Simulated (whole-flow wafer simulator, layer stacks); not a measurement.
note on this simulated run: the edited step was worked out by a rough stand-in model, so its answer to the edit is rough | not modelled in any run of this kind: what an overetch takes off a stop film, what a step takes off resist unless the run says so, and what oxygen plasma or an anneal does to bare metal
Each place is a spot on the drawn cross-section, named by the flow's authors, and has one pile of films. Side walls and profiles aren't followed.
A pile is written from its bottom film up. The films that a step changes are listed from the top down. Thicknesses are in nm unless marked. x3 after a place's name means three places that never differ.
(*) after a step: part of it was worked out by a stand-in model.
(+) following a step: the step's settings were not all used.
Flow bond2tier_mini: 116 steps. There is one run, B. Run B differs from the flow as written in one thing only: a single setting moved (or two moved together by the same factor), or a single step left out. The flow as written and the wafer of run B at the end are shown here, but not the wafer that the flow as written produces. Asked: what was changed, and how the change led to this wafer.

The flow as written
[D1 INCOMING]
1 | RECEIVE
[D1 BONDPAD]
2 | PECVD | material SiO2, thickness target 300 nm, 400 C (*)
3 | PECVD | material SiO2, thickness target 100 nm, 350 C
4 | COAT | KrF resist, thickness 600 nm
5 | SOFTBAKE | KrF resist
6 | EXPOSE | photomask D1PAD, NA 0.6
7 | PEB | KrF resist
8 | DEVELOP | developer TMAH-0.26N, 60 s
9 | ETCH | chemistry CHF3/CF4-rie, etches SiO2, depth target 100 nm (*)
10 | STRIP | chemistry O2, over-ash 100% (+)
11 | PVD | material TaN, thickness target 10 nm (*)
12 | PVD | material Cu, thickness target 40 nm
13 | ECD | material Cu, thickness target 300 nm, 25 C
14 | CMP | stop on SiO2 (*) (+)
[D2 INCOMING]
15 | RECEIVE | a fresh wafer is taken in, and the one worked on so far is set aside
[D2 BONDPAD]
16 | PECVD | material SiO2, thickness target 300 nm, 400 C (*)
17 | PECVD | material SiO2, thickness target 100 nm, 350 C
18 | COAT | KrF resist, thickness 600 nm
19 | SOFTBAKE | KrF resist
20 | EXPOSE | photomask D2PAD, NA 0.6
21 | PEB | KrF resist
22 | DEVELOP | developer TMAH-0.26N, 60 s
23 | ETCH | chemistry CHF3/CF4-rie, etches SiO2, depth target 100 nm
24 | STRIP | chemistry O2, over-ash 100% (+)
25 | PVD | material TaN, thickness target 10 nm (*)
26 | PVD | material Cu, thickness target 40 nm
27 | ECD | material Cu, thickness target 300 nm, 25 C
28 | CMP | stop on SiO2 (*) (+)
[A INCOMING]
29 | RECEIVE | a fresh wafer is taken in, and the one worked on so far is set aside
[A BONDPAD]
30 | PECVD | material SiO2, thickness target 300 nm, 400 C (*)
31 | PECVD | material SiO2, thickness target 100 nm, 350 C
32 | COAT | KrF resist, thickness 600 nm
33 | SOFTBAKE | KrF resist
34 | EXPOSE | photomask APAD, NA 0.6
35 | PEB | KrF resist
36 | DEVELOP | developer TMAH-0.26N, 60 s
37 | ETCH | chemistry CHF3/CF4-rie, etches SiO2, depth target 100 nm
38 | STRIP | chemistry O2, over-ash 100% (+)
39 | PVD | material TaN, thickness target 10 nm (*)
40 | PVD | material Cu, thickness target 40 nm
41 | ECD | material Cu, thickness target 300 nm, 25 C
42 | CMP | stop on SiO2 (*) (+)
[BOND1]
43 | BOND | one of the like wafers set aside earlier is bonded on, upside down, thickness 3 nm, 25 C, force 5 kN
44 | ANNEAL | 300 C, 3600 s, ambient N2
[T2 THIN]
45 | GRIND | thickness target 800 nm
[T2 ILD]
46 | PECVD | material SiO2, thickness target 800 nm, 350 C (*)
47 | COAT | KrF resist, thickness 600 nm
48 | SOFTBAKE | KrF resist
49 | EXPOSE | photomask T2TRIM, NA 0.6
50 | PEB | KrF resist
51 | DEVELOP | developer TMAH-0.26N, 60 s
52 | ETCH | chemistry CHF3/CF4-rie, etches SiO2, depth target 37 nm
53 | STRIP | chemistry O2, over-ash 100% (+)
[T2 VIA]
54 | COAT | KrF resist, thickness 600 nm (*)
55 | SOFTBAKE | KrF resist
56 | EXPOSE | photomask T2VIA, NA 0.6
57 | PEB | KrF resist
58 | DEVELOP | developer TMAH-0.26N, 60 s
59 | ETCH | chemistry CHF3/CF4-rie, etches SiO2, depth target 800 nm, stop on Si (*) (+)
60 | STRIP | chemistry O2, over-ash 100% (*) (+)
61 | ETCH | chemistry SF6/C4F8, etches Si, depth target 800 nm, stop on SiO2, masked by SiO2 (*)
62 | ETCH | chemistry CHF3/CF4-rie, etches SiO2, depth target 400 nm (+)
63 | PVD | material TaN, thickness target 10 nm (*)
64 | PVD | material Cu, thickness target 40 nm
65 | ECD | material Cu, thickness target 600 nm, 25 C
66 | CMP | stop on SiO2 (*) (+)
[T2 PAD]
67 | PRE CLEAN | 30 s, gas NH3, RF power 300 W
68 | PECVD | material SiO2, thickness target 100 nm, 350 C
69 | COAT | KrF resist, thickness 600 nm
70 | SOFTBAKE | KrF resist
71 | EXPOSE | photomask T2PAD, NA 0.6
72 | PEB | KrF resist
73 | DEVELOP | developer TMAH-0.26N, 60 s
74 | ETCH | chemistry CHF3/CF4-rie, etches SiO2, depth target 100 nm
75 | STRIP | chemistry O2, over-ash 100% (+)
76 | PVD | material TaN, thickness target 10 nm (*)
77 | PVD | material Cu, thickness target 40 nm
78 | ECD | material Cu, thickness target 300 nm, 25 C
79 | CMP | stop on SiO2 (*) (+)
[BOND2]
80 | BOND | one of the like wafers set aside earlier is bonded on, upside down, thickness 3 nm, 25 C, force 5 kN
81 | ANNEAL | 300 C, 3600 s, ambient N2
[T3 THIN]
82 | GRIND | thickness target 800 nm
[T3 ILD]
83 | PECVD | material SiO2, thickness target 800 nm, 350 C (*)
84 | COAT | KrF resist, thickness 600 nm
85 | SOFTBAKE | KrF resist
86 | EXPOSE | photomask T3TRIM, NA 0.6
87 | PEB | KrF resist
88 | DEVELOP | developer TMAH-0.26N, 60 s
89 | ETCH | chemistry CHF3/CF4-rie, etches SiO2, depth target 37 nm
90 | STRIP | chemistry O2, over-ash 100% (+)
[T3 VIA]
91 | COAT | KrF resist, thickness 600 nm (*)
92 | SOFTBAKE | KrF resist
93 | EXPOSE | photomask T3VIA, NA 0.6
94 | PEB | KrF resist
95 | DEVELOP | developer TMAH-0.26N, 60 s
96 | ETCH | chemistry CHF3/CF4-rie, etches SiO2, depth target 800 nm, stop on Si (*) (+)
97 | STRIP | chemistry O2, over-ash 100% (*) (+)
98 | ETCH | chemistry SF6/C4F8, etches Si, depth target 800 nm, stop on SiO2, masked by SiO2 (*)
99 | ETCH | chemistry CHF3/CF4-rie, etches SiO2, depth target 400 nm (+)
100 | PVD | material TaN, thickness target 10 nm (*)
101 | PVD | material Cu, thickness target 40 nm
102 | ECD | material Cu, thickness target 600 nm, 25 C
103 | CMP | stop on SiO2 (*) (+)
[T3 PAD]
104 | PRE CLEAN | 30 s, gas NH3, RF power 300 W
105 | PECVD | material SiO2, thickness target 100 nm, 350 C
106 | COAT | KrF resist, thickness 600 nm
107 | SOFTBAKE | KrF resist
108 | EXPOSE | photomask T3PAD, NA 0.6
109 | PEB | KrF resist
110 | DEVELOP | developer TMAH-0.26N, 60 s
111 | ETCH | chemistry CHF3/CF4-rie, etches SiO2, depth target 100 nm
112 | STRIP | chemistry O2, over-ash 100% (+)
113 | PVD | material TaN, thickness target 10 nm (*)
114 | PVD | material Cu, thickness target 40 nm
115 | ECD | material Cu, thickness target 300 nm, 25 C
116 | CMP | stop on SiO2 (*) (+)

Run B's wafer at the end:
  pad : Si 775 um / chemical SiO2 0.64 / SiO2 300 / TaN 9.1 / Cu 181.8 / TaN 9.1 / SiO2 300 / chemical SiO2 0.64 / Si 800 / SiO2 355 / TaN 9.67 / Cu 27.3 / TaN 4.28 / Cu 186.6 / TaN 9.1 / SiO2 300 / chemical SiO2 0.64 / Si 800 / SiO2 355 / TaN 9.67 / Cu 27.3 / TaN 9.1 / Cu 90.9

Cause: step 76, PVD: thickness target 4.7 nm was run, whereas the flow has thickness target 10 nm.

The path from the change to this, step by step:
  76 | PVD | material TaN, thickness target 10 nm (*)
      field: +4.7 TaN (new film) (in the flow as written it would be: +10 TaN (new film))
      pad: +4.28 TaN (new film) (in the flow as written it would be: +9.1 TaN (new film))
  79 | CMP | stop on SiO2 (*) (+)
      field: -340 Cu (all of it), -4.7 TaN (all of it) (in the flow as written it would be: -340 Cu (all of it), -10 TaN (all of it))
